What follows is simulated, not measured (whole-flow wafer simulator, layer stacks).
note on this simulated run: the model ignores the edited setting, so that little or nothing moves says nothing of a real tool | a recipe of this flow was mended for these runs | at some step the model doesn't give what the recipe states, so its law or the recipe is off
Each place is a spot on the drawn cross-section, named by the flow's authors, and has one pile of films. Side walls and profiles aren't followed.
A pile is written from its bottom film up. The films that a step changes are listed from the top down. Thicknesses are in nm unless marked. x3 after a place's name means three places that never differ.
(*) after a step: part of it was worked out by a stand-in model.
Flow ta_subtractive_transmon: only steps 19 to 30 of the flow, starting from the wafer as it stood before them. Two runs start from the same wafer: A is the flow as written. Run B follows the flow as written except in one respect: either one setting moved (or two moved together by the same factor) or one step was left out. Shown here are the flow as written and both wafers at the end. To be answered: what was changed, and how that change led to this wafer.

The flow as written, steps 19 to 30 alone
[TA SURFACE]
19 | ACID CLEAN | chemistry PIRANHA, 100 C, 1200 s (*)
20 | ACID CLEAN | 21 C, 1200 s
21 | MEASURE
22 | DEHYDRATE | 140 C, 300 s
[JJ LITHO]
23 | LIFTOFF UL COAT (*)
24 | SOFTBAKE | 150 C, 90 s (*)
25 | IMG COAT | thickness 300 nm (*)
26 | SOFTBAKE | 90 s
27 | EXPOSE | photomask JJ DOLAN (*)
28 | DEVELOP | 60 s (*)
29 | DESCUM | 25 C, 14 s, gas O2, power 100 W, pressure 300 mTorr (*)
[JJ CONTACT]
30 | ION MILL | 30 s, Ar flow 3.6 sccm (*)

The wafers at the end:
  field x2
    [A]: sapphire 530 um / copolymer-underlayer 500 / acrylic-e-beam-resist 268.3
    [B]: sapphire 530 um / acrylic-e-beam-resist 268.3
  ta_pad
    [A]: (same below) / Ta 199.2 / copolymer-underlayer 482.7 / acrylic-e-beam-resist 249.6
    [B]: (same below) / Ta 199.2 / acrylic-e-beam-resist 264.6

Cause: step 23, LIFTOFF UL COAT (*), was omitted.

How this came from the change, step by step:
  25 | IMG COAT | thickness 300 nm (*)
      lead: A acrylic-e-beam-resist gains 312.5 (new film) | B acrylic-e-beam-resist gains 342 (new film)
      ta_contact: A acrylic-e-beam-resist gains 287.5 (new film) | B acrylic-e-beam-resist gains 258.1 (new film)
      (and at 1 other place as well)
  28 | DEVELOP | 60 s (*)
      jj_line: A acrylic-e-beam-resist loses 300 (all of it), copolymer-underlayer loses 500 (all of it) | B acrylic-e-beam-resist loses 300 (all of it)
      lead: A acrylic-e-beam-resist loses 312.5 (all of it), copolymer-underlayer loses 554.7 (all of it) | B acrylic-e-beam-resist loses 342 (all of it)
      (and at 1 other place as well)
